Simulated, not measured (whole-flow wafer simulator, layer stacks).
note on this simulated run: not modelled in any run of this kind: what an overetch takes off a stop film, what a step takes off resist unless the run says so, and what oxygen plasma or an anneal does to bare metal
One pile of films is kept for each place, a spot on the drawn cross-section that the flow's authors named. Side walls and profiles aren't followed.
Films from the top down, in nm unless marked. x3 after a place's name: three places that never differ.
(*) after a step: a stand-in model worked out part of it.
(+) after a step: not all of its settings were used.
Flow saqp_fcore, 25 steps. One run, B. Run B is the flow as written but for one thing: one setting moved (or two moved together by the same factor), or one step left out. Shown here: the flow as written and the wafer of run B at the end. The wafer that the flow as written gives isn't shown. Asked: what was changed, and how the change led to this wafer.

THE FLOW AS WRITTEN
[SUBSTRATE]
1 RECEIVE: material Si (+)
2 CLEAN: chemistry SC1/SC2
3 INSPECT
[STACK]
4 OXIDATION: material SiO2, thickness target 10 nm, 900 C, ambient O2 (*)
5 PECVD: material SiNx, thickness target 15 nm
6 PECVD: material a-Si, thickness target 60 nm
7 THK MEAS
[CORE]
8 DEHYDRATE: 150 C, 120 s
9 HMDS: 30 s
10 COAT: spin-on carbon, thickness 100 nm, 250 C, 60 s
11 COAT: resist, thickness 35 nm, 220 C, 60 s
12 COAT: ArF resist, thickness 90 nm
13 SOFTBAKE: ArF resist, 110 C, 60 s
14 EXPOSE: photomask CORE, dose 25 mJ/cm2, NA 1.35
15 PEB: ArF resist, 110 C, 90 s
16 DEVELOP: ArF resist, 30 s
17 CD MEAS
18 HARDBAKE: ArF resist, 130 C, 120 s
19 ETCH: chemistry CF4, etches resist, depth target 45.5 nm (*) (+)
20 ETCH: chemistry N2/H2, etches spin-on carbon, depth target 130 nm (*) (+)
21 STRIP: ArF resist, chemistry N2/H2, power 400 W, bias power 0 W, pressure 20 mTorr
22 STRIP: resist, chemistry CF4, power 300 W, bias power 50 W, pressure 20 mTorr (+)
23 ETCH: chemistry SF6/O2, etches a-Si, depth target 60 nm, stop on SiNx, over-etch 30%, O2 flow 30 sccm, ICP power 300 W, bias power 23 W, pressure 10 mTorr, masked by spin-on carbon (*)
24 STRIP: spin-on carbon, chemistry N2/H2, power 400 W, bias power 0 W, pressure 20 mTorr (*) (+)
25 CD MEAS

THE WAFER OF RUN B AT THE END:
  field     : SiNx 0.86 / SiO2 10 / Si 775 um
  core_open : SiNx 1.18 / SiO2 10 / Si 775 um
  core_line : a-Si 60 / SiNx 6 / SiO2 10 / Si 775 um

The cause: step 5, PECVD: thickness target 6 nm was run, where the flow has thickness target 15 nm.
It can be read off the wafer: core_line has SiNx 6, and step 5 as written asks for 15 nm.

How the change led to this, step by step:
  5 PECVD: material SiNx, thickness target 15 nm
      field, core_open, core_line: SiNx +6 (new film) (as written it would be: SiNx +15 (new film))
